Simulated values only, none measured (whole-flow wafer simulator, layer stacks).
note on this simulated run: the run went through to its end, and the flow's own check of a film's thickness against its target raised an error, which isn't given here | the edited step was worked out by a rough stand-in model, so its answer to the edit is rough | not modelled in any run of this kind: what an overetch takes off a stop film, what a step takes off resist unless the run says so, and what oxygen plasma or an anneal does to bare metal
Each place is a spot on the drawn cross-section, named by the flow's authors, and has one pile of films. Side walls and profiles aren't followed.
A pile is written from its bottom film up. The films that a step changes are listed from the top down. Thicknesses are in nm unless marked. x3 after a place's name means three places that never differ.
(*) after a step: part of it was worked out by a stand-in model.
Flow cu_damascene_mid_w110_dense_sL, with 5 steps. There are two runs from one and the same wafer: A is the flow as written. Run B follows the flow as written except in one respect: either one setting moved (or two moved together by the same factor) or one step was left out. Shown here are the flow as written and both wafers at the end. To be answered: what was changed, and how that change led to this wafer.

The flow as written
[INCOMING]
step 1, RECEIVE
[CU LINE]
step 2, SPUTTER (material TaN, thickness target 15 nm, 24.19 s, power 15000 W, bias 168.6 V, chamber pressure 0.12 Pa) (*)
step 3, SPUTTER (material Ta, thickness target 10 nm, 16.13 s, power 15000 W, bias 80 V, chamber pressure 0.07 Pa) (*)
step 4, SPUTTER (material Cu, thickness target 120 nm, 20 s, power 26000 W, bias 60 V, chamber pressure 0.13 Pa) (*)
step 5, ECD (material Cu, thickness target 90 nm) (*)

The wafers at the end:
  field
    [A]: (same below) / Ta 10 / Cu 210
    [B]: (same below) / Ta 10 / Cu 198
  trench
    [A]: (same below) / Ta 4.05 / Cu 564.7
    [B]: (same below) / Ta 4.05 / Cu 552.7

What caused this: step 4, SPUTTER: thickness target 108 nm was run, whereas the flow has thickness target 120 nm; step 4, SPUTTER: 18 s was run, where the flow has 20 s.

Step by step, how the change led to this:
  step 4, SPUTTER (material Cu, thickness target 120 nm, 20 s, power 26000 W, bias 60 V, chamber pressure 0.13 Pa) (*)
      field: A +120 Cu (new film) | B +108 Cu (new film)
      trench: A +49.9 Cu (new film) | B +44.9 Cu (new film)
